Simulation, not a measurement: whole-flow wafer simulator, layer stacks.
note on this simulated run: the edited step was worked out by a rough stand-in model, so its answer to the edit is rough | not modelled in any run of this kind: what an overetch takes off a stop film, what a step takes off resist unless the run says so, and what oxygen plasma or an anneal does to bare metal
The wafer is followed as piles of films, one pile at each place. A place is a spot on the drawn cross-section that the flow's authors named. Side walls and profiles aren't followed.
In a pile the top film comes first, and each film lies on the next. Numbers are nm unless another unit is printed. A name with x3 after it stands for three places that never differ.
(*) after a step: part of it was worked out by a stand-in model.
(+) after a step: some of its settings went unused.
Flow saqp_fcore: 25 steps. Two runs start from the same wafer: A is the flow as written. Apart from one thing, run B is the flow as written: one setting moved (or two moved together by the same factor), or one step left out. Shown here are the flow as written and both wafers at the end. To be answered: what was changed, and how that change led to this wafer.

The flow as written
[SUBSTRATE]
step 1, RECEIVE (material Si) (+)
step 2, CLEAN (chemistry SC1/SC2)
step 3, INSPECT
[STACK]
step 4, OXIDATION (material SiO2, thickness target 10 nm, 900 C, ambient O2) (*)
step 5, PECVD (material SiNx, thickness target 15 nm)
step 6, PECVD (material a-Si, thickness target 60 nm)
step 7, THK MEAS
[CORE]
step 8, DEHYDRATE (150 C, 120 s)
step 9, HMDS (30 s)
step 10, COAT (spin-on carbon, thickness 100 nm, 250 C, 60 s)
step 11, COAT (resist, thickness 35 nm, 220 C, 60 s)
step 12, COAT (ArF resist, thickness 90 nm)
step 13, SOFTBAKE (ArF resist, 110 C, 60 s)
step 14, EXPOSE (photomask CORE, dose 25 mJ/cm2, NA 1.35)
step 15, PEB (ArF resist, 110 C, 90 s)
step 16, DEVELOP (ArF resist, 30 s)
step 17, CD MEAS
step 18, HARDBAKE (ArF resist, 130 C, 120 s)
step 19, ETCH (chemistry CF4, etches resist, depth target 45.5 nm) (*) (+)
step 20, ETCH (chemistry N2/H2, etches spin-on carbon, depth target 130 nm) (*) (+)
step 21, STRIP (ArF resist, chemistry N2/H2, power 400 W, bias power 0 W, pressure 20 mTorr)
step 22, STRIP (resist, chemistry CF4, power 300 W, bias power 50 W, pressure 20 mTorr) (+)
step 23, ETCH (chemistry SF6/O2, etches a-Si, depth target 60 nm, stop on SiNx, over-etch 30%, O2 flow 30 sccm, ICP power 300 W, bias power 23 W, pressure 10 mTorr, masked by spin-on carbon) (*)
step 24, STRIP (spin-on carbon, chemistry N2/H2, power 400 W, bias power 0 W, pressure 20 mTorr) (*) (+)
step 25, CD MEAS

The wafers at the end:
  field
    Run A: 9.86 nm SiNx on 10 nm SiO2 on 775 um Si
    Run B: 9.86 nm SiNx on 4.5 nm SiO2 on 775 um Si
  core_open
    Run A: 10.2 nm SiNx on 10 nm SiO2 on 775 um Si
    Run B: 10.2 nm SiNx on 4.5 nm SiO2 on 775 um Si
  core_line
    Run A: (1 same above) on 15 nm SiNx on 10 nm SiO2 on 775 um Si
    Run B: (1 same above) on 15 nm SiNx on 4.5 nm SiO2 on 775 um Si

Cause: step 4, OXIDATION: thickness target 4.5 nm was run, whereas the flow has thickness target 10 nm.
The wafer itself shows it: field has SiO2 4.5, and step 4 as written asks for 10 nm.

Step by step, how the change led to this:
  step 4, OXIDATION (material SiO2, thickness target 10 nm, 900 C, ambient O2) (*)
      field, core_open, core_line: A +10 SiO2 (new film), -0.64 chemical SiO2 (all of it), -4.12 Si | B +4.5 SiO2 (new film), -0.64 chemical SiO2 (all of it), -1.7 Si
